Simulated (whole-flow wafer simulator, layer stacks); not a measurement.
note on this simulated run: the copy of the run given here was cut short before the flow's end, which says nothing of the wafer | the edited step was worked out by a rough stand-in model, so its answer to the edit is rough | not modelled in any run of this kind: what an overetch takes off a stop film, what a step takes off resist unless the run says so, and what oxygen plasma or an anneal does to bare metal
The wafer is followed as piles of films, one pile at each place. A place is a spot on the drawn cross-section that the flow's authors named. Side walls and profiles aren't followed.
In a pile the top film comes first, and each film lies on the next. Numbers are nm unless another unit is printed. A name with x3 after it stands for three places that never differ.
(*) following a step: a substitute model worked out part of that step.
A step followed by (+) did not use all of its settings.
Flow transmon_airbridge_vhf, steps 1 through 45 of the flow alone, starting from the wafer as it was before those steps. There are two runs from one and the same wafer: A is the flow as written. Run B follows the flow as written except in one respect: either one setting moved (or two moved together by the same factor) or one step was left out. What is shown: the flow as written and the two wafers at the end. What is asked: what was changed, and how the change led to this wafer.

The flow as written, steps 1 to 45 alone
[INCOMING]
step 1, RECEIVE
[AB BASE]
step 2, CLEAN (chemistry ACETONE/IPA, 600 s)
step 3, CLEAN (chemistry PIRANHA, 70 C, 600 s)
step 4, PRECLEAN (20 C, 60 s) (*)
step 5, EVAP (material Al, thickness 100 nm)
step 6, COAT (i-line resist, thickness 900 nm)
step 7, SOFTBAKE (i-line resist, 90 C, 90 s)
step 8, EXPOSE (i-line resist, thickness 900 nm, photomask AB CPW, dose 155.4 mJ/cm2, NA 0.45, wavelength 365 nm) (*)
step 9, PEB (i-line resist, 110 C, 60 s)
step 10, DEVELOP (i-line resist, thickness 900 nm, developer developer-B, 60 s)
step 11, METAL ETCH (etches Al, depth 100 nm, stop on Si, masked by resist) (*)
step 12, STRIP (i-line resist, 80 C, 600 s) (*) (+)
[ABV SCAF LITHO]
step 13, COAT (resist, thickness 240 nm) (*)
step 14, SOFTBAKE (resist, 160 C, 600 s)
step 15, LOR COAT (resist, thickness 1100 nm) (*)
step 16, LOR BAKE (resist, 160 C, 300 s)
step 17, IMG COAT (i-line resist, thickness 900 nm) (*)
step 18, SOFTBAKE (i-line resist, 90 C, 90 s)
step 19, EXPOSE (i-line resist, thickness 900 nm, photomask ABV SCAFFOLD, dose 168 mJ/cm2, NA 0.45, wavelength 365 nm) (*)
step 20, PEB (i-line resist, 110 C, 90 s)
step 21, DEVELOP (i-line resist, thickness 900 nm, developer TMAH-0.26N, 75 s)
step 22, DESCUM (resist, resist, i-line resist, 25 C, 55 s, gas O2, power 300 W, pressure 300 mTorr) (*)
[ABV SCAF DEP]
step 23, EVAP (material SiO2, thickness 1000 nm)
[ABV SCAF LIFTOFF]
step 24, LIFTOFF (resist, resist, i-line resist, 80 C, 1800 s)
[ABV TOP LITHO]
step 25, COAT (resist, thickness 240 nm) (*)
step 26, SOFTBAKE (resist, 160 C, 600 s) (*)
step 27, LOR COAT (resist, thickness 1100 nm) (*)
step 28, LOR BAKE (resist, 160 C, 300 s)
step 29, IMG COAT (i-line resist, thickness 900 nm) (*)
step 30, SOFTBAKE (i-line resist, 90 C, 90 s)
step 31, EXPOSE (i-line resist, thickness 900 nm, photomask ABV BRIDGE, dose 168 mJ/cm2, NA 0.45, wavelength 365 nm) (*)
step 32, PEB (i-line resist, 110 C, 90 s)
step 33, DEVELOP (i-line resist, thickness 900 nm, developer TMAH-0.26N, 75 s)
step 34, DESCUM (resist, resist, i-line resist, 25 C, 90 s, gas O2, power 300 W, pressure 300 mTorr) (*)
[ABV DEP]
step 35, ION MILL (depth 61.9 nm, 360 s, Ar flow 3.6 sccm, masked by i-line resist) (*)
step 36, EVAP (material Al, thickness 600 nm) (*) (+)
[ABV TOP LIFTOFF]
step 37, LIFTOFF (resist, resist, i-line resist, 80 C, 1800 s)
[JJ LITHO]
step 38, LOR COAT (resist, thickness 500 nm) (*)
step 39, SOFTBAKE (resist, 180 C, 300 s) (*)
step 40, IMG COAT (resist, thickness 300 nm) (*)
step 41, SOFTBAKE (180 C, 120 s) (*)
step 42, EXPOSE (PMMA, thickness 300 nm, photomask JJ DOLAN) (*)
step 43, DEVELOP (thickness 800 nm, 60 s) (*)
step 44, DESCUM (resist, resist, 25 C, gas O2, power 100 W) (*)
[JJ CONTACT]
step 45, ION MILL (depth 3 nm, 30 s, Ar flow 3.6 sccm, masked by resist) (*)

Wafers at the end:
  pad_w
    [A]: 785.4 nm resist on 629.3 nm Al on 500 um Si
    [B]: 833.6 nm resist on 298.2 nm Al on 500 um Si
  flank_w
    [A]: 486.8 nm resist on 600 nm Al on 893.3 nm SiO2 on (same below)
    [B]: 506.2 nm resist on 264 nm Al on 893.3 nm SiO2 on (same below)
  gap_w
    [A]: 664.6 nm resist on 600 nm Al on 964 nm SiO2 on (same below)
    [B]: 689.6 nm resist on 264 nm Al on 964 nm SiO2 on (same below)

Cause: step 36, EVAP: thickness 264 nm was run, though the flow has thickness 600 nm.
One can read it off the wafer: flank_w has Al 264, and step 36 as written asks for 600 nm.

How this came from the change, step by step:
  step 36, EVAP (material Al, thickness 600 nm) (*) (+)
      field x3, jj_line, ground_far and 10 more: A +600 Al (new film) | B +264 Al (new film)
      pad_w, pad_e: A +591.2 Al | B +260.1 Al
  step 37, LIFTOFF (resist, resist, i-line resist, 80 C, 1800 s)
      field x3, jj_line, trace_open_s x2: A -600 Al (all of it), -600 i-line resist (all of it), -1340 resist (all of it) | B -264 Al (all of it), -600 i-line resist (all of it), -1340 resist (all of it)
      margin_s, margin_n: A -600 Al (all of it), -318.3 i-line resist (all of it), -992 resist (all of it) | B -264 Al (all of it), -318.3 i-line resist (all of it), -992 resist (all of it)
      (and at 1 other place as well)
  step 38, LOR COAT (resist, thickness 500 nm) (*)
      pad_w, pad_e: A +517 resist (new film) | B +548.9 resist (new film)
      flank_w, flank_e: A +306.5 resist (new film) | B +314.6 resist (new film)
      (and at 6 other places as well)
  step 40, IMG COAT (resist, thickness 300 nm) (*)
      pad_w, pad_e: A +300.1 resist | B +316.6 resist
      flank_w, flank_e: A +212.1 resist | B +223.5 resist
      (and at 6 other places as well)
